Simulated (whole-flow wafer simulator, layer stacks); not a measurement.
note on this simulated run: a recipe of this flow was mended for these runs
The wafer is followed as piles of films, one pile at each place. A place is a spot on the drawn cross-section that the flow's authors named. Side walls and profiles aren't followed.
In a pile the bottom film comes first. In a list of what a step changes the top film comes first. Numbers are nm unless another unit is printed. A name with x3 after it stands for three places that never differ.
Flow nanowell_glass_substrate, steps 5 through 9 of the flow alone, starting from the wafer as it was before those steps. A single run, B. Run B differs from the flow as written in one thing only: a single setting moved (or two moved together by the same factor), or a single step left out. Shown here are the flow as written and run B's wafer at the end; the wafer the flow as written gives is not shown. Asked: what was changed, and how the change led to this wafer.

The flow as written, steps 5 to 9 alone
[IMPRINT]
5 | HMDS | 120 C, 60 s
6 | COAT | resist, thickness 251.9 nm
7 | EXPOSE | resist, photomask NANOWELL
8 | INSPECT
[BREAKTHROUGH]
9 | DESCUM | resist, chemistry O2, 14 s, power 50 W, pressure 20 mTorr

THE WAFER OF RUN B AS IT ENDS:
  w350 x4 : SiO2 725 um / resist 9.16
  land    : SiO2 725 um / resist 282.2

The reason: step 6, COAT: thickness 285.2 nm was run, whereas the flow has thickness 251.9 nm; step 9, DESCUM: 15.8 s was run, where the flow has 14 s.

Step by step, how the change led to this:
  6 | COAT | resist, thickness 251.9 nm
      land, w350 x4: +285.2 resist (new film) (as written it would have been: +251.9 resist (new film))
  7 | EXPOSE | resist, photomask NANOWELL
      land: +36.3 resist (as written it would have been: +39.3 resist)
  9 | DESCUM | resist, chemistry O2, 14 s, power 50 W, pressure 20 mTorr
      w350 x4: -39.3 resist (as written it would have been: -18.2 resist (all of it))
      land: -39.3 resist (as written it would have been: -34.9 resist)
